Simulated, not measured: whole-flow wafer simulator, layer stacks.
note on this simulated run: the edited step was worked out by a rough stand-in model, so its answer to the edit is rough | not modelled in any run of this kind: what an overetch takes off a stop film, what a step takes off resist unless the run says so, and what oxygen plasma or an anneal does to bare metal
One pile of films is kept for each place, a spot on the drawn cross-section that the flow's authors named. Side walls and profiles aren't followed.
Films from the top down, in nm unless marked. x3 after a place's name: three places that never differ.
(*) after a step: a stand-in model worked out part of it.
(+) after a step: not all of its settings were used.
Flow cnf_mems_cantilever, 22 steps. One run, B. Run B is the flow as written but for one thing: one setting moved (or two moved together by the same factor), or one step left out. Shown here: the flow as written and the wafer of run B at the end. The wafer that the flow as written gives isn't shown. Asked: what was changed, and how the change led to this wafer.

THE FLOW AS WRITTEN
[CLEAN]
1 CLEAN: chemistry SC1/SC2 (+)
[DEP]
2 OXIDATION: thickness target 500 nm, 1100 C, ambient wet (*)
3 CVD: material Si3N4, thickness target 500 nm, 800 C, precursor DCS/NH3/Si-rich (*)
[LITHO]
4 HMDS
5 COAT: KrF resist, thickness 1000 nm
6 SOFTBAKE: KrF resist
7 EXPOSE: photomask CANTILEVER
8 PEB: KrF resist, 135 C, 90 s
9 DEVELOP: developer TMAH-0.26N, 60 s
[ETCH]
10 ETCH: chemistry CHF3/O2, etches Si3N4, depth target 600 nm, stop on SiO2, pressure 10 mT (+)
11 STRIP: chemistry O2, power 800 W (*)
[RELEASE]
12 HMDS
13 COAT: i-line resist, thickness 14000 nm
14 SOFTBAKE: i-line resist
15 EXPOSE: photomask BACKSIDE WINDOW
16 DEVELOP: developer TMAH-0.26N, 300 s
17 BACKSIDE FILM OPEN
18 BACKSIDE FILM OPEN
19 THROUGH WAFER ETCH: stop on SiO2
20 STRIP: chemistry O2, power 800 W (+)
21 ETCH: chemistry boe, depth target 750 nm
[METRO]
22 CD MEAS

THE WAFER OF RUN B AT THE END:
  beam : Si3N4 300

The cause: step 3, CVD: thickness target 300 nm was run, where the flow has thickness target 500 nm.
It can be read off the wafer: beam has Si3N4 300, and step 3 as written asks for 500 nm.

How the change led to this, step by step:
  3 CVD: material Si3N4, thickness target 500 nm, 800 C, precursor DCS/NH3/Si-rich (*)
      field, beam: Si3N4 +300 (new film) (as written it would be: Si3N4 +500 (new film))
  10 ETCH: chemistry CHF3/O2, etches Si3N4, depth target 600 nm, stop on SiO2, pressure 10 mT (+)
      field: Si3N4 -300 (all of it) (as written it would be: Si3N4 -500 (all of it))
      beam: KrF resist -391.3 (as written it would be: KrF resist -521.7)
  11 STRIP: chemistry O2, power 800 W (*)
      beam: KrF resist -550.4 (all of it) (as written it would be: KrF resist -419.9 (all of it))
